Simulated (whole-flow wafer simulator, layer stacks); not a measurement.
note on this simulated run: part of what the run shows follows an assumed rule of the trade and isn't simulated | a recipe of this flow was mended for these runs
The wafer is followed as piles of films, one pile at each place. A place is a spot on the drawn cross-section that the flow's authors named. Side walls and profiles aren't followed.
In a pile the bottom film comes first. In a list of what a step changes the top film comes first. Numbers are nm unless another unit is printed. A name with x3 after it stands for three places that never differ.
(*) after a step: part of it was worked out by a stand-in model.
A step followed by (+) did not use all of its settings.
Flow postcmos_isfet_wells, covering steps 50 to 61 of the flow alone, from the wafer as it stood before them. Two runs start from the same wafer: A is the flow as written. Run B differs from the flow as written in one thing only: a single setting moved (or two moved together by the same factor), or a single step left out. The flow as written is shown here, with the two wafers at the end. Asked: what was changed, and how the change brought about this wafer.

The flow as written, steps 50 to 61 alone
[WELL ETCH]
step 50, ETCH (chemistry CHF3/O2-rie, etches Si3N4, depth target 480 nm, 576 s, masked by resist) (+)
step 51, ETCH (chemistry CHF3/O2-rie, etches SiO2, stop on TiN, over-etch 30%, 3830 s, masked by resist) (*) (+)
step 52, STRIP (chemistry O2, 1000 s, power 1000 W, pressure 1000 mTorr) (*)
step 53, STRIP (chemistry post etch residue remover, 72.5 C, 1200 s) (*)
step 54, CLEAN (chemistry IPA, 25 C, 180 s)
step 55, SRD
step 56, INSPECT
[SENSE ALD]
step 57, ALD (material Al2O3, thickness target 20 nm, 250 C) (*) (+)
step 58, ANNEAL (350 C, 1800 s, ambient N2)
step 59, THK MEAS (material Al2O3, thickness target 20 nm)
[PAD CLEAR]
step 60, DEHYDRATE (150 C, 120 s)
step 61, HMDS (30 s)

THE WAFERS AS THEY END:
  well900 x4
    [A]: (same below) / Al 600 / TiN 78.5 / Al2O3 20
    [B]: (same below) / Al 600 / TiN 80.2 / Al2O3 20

What caused this: step 51, ETCH: over-etch 27.6% was run, though the flow has over-etch 30%.

How this came from the change, step by step:
  step 51, ETCH (chemistry CHF3/O2-rie, etches SiO2, stop on TiN, over-etch 30%, 3830 s, masked by resist) (*) (+)
      well900 x4: A SiO2 loses 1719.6 (all of it), TiN loses 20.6 | B SiO2 loses 1719.6 (all of it), TiN loses 19
